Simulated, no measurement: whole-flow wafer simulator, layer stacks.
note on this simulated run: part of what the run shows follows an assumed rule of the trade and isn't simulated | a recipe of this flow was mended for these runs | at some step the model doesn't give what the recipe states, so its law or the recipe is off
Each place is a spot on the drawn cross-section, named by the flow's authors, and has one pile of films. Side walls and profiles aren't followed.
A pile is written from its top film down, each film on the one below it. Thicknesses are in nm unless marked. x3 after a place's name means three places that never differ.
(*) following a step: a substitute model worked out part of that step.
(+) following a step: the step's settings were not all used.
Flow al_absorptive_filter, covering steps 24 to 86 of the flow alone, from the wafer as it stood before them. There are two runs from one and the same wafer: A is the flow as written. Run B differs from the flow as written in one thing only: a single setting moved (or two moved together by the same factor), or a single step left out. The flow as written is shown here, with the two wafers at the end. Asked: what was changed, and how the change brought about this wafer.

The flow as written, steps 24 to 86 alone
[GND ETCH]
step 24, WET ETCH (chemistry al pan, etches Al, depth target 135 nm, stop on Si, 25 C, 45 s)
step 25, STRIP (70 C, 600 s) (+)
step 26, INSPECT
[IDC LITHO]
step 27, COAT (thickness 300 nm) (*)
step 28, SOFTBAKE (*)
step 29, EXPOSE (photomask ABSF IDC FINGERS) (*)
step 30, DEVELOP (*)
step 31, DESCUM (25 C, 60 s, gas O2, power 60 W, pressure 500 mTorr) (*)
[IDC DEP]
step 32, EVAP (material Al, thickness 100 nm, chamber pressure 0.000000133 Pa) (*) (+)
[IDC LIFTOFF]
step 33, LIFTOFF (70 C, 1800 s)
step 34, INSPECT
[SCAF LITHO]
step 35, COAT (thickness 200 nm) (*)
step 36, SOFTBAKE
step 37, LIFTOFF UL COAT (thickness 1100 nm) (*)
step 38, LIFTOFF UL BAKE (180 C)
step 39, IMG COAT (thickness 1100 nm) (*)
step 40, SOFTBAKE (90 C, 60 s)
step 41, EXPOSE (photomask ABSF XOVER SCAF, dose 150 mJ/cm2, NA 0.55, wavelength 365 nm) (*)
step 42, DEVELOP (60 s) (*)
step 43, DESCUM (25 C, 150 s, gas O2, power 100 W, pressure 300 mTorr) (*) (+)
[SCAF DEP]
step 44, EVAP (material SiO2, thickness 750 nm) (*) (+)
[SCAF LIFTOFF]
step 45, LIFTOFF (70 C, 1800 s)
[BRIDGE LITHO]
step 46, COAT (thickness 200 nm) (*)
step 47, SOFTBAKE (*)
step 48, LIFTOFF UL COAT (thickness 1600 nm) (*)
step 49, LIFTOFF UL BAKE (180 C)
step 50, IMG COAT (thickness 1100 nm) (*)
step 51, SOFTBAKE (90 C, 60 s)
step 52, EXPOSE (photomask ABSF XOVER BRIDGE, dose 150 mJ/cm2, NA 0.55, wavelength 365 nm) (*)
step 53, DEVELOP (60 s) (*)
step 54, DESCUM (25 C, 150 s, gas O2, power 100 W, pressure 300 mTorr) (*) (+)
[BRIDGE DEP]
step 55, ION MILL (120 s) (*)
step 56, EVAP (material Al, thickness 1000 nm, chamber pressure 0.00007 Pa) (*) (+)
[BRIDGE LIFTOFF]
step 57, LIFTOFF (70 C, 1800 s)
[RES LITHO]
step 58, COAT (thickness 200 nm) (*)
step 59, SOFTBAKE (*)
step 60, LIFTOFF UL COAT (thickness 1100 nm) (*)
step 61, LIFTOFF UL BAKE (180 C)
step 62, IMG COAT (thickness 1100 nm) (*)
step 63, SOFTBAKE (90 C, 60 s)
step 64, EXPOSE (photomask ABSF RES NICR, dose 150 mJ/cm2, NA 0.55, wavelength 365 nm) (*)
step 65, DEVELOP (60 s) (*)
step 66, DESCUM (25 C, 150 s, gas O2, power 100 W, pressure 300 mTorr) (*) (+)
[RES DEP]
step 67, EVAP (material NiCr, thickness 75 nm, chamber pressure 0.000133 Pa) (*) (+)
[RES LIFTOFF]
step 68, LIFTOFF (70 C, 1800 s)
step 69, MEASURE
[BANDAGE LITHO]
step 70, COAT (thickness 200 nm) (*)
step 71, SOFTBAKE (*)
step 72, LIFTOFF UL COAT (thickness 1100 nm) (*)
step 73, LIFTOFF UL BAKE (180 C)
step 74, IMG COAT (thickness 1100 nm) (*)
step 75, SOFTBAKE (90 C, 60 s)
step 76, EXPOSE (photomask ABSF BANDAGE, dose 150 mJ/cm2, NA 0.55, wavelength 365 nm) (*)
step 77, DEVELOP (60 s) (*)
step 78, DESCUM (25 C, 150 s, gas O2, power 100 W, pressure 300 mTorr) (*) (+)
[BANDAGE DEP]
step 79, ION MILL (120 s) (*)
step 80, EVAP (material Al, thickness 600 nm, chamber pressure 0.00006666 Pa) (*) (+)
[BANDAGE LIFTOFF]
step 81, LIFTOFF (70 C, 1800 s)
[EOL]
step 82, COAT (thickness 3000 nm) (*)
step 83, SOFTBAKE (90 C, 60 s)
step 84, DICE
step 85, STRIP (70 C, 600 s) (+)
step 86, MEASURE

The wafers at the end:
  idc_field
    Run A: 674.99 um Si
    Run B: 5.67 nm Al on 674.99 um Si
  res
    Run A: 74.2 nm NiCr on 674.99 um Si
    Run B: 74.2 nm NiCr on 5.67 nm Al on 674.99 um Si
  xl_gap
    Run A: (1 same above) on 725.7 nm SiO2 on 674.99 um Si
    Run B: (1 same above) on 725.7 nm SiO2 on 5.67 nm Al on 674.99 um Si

Cause: step 24, WET ETCH: depth target 81 nm was run, while the flow as written has depth target 135 nm; step 24, WET ETCH: 27 s was run, where the flow has 45 s.

Step by step, how the change led to this:
  step 24, WET ETCH (chemistry al pan, etches Al, depth target 135 nm, stop on Si, 25 C, 45 s)
      res, xl_gap, idc_field, idc_line, idc_space: A Al loses 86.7 (all of it) | B Al loses 81
  step 31, DESCUM (25 C, 60 s, gas O2, power 60 W, pressure 500 mTorr) (*)
      idc_line: A chemical SiO2 gains 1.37 (new film), Si loses 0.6 | B nothing
  step 32, EVAP (material Al, thickness 100 nm, chamber pressure 0.000000133 Pa) (*) (+)
      idc_line: A Al gains 100 (new film) | B Al gains 100
  step 46, COAT (thickness 200 nm) (*)
      xl_gap: A acrylic-e-beam-resist gains 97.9 (new film) | B acrylic-e-beam-resist gains 95.7 (new film)
  step 54, DESCUM (25 C, 150 s, gas O2, power 100 W, pressure 300 mTorr) (*) (+)
      xl_gap: A acrylic-e-beam-resist loses 97.9 (all of it) | B acrylic-e-beam-resist loses 95.7 (all of it)
Taking metal films that touch as one body, idc_field has 1 body; the flow as written gives 0 bodies.
Taking metal films that touch as one body, res has 1 body; the flow as written gives 0 bodies.
Taking metal films that touch as one body, xl_gap has 2 bodies (between them, from the top down: SiO2 725.7); the flow as written gives 1 body.
